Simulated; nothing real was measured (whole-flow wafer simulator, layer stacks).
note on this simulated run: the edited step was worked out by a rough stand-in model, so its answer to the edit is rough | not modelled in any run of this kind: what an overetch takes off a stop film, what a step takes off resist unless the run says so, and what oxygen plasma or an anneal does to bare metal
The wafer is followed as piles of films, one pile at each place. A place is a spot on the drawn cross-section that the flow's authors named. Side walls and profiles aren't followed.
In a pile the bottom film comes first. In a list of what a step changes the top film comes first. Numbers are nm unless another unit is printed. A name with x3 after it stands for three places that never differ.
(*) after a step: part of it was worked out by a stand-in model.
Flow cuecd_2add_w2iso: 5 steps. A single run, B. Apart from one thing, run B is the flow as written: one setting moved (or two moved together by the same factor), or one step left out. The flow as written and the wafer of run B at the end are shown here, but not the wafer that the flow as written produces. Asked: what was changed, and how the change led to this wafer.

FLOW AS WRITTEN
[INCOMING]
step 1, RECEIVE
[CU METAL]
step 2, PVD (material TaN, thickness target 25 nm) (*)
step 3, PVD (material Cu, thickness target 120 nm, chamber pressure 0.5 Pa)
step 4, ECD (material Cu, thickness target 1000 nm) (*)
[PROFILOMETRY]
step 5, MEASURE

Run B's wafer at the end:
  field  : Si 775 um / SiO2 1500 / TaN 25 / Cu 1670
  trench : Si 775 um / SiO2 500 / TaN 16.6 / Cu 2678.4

The reason: step 4, ECD: thickness target 1550 nm was run, while the flow as written has thickness target 1000 nm.

The path from the change to this, step by step:
  step 4, ECD (material Cu, thickness target 1000 nm) (*)
      field: Cu gains 1550 (in the flow as written it would be: Cu gains 1000)
      trench: Cu gains 2597.6 (in the flow as written it would be: Cu gains 2047.6)
